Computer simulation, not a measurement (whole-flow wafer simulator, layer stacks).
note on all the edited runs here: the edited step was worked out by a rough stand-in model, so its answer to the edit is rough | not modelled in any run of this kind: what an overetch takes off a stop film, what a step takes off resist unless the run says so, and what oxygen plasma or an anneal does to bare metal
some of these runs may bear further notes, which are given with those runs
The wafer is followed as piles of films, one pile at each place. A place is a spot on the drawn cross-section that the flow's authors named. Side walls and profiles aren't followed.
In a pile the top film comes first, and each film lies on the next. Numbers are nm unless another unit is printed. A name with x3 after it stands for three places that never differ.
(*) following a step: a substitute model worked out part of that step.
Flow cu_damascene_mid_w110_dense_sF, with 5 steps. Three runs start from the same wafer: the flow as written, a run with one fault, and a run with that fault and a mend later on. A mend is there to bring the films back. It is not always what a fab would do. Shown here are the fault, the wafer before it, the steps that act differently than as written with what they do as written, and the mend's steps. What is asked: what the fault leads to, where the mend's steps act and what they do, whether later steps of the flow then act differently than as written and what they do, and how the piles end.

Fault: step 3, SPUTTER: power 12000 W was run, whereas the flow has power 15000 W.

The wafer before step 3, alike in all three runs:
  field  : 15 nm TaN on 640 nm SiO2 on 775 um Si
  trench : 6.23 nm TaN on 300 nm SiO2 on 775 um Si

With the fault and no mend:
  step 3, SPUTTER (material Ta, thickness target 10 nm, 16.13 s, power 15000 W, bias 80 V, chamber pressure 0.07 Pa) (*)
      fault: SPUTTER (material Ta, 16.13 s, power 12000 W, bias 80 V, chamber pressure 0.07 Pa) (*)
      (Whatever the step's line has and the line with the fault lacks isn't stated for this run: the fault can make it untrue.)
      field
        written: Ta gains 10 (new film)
        fault: Ta gains 8 (new film)
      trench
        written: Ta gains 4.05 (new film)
        fault: Ta gains 3.1 (new film)
  Every later step of the flow that is run acts as written, at every place that is followed, to within 2% or 0.5 nm, whichever is larger.
  By the end, the piles at field, trench depart from the flow's by more than 2% or 0.5 nm, whichever is larger.
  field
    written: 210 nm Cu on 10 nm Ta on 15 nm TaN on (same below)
    fault: 210 nm Cu on 8 nm Ta on 15 nm TaN on (same below)
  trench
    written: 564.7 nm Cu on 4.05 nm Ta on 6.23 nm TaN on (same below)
    fault: 563.7 nm Cu on 3.1 nm Ta on 6.23 nm TaN on (same below)

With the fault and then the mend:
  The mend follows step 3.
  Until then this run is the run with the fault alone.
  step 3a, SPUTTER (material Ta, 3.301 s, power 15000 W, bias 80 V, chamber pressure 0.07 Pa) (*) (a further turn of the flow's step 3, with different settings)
      field
        Ta gains 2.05
      trench
        Ta gains 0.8
  Every later step of the flow that is run acts as written, at every place that is followed, to within 2% or 0.5 nm, whichever is larger.
  The piles end only slightly different from the flow's at the places that both follow, by no more than 2% or 0.5 nm, whichever is larger.
